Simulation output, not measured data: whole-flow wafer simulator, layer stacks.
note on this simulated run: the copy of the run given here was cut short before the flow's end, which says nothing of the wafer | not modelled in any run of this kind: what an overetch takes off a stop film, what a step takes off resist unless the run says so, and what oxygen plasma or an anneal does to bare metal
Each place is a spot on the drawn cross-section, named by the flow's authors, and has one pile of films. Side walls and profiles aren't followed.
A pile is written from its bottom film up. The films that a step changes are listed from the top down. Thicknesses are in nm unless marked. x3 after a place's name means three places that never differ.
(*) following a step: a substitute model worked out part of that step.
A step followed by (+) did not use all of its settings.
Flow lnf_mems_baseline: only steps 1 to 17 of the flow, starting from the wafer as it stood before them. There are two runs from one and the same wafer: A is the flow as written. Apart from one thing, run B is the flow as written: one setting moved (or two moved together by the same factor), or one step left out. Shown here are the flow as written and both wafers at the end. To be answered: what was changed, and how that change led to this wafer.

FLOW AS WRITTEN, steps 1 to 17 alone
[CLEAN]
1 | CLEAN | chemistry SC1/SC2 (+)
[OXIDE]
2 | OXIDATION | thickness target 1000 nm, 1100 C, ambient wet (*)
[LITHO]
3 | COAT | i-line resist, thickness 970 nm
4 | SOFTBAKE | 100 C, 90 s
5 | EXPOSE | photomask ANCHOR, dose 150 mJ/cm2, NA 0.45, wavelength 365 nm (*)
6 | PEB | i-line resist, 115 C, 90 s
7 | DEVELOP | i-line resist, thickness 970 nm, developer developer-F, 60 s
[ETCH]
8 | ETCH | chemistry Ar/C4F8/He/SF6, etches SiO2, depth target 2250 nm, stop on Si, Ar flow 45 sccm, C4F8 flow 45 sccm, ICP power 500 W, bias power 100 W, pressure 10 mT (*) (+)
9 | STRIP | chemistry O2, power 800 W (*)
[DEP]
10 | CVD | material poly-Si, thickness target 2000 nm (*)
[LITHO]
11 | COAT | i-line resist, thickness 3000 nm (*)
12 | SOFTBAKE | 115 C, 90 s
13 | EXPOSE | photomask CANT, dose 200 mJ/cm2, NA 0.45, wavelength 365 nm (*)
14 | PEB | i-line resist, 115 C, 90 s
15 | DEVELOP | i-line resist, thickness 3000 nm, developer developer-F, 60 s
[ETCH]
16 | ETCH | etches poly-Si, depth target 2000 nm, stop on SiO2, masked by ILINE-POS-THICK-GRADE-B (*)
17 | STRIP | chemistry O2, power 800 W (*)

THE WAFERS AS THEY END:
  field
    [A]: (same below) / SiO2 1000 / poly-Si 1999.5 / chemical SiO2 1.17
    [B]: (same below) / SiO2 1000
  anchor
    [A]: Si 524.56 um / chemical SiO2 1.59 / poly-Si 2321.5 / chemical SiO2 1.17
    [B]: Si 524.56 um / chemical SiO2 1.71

The reason: step 10, CVD: material poly-Si, thickness target 2000 nm (*), was skipped.

How this came from the change, step by step:
  11 | COAT | i-line resist, thickness 3000 nm (*)
      field: A +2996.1 i-line resist (new film) | B +2830.5 i-line resist (new film)
      anchor: A +3611.6 i-line resist (new film) | B +3761 i-line resist (new film)
      (and at 1 other place as well)
  12 | SOFTBAKE | 115 C, 90 s
      field: A -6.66 i-line resist | B +86.5 i-line resist
      beam: A -8.15 i-line resist | B +44.9 i-line resist
      (and at 2 other places as well)
  14 | PEB | i-line resist, 115 C, 90 s
      field, beam: A -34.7 i-line resist | B -33.9 i-line resist
      anchor: A -46.1 i-line resist | B -50.8 i-line resist
  16 | ETCH | etches poly-Si, depth target 2000 nm, stop on SiO2, masked by ILINE-POS-THICK-GRADE-B (*)
      trench, char_slit: A -2000 poly-Si (all of it) | B nothing
  17 | STRIP | chemistry O2, power 800 W (*)
      field: A +1.17 chemical SiO2 (new film), -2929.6 i-line resist (all of it), -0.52 poly-Si | B -2858 i-line resist (all of it)
      anchor: A +1.17 chemical SiO2 (new film), -3585.8 i-line resist (all of it), -0.52 poly-Si | B -3839 i-line resist (all of it), +0.11 chemical SiO2
      (and at 1 other place as well)
